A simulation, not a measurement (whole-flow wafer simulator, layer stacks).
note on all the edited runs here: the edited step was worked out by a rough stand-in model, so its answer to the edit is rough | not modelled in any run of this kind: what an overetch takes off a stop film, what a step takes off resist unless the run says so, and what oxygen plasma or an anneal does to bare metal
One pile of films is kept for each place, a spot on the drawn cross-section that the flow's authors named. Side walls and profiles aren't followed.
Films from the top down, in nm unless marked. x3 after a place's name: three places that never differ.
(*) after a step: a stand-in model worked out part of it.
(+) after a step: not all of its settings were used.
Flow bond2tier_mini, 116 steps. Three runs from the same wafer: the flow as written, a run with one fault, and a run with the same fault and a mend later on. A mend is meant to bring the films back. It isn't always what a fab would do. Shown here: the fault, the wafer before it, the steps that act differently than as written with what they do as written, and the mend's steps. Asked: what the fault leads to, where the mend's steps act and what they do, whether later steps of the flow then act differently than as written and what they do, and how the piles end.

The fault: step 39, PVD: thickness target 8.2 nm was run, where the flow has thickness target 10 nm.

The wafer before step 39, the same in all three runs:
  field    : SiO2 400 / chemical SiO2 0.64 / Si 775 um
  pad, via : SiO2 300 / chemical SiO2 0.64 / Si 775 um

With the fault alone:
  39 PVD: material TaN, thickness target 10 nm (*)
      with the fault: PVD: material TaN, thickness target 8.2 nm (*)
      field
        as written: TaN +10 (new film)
        with the fault: TaN +8.2 (new film)
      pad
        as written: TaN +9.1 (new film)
        with the fault: TaN +7.47 (new film)
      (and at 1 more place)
  Later steps of the flow that act differently than as written (1 more step differs only slightly, by at most 2% or 0.5 nm, whichever is larger, and isn't shown):
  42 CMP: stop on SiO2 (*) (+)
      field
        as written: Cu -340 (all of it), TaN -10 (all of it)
        with the fault: Cu -340 (all of it), TaN -8.2 (all of it)
  At the end the piles differ from the flow's by more than 2% or 0.5 nm, whichever is larger, at pad.
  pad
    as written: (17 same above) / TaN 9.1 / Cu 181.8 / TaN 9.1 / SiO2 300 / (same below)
    with the fault: (17 same above) / TaN 9.1 / Cu 183.4 / TaN 7.47 / SiO2 300 / (same below)

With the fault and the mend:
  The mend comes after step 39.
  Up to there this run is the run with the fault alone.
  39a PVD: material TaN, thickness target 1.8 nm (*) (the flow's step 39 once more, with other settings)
      field
        TaN +1.8
      pad
        TaN +1.64
      via
        TaN +1.79
  No later step of the flow acts differently than as written at any place that is followed.
  At the end the piles are the same as the flow's at every place that both follow.
